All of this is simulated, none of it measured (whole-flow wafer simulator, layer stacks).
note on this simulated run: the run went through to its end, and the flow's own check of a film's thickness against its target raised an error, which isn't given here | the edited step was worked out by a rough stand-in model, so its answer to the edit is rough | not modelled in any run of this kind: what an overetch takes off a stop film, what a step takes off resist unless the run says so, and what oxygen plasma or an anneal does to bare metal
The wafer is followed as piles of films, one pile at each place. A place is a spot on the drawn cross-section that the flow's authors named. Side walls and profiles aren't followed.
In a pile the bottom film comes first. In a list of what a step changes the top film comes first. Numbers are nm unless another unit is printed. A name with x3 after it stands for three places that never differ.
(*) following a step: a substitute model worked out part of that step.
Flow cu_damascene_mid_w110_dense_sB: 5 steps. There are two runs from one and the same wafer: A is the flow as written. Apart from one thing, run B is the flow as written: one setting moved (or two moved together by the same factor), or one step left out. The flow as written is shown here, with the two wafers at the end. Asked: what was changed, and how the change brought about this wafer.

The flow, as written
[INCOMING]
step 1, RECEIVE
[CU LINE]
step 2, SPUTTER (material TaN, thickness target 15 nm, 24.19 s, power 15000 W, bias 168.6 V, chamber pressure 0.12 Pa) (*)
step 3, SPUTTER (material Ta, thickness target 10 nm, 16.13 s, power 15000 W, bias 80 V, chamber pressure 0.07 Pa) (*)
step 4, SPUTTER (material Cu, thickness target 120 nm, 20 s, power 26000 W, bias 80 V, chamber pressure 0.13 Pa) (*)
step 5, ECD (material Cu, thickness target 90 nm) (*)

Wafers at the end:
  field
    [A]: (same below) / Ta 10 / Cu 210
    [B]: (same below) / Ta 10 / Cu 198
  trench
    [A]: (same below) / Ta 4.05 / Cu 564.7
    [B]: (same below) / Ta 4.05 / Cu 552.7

What caused this: step 4, SPUTTER: thickness target 108 nm was run, whereas the flow has thickness target 120 nm; step 4, SPUTTER: 18 s was run, where the flow has 20 s.

The path from the change to this, step by step:
  step 4, SPUTTER (material Cu, thickness target 120 nm, 20 s, power 26000 W, bias 80 V, chamber pressure 0.13 Pa) (*)
      field: A Cu gains 120 (new film) | B Cu gains 108 (new film)
      trench: A Cu gains 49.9 (new film) | B Cu gains 44.9 (new film)
